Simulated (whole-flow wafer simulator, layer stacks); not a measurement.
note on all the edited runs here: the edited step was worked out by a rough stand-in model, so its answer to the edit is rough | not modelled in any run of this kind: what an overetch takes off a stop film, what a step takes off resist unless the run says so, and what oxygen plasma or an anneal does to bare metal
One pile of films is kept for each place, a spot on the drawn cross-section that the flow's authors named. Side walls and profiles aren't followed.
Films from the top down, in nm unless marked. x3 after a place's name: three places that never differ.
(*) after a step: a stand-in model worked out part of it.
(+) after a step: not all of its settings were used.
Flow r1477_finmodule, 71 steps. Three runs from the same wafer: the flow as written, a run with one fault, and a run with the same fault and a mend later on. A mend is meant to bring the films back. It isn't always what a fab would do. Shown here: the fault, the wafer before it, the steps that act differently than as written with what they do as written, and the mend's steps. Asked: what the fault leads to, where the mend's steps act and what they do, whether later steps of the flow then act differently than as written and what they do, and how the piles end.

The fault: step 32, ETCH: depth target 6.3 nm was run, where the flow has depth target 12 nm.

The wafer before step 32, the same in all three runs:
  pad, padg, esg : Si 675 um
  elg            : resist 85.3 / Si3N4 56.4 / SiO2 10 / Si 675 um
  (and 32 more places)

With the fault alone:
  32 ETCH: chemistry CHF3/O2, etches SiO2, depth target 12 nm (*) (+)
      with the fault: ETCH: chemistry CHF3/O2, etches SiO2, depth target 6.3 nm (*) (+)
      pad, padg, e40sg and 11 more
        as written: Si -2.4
        with the fault: Si -1.26
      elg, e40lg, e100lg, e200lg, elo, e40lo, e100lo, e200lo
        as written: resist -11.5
        with the fault: resist -6.04
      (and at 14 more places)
  Later steps of the flow that act differently than as written (3 more steps differ only slightly, by at most 2% or 0.5 nm, whichever is larger, and aren't shown):
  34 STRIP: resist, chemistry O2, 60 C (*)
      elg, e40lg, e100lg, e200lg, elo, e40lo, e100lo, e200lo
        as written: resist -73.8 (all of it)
        with the fault: resist -79.2 (all of it)
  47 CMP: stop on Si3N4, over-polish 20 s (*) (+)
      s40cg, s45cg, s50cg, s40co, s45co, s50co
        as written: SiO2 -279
        with the fault: SiO2 -284.7
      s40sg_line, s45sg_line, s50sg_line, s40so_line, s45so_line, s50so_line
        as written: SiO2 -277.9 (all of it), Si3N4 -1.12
        with the fault: SiO2 -283.6 (all of it), Si3N4 -1.12
  At the end the piles differ from the flow's only slightly at the places that both follow, by at most 2% or 0.5 nm, whichever is larger.

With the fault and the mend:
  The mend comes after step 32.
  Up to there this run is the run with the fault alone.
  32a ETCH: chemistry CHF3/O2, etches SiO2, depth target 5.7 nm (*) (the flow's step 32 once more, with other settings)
      pad, padg, e40sg and 11 more
        Si -1.14
      elg, e40lg, e100lg, e200lg, elo, e40lo, e100lo, e200lo
        resist -5.46
      s40sg_line, s45sg_line, s50sg_line, s40so_line, s45so_line, s50so_line
        SiO2 -5.7
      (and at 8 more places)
  No later step of the flow acts differently than as written, at any place that is followed, by more than 2% or 0.5 nm, whichever is larger.
  At the end the piles differ from the flow's only slightly at the places that both follow, by at most 2% or 0.5 nm, whichever is larger.
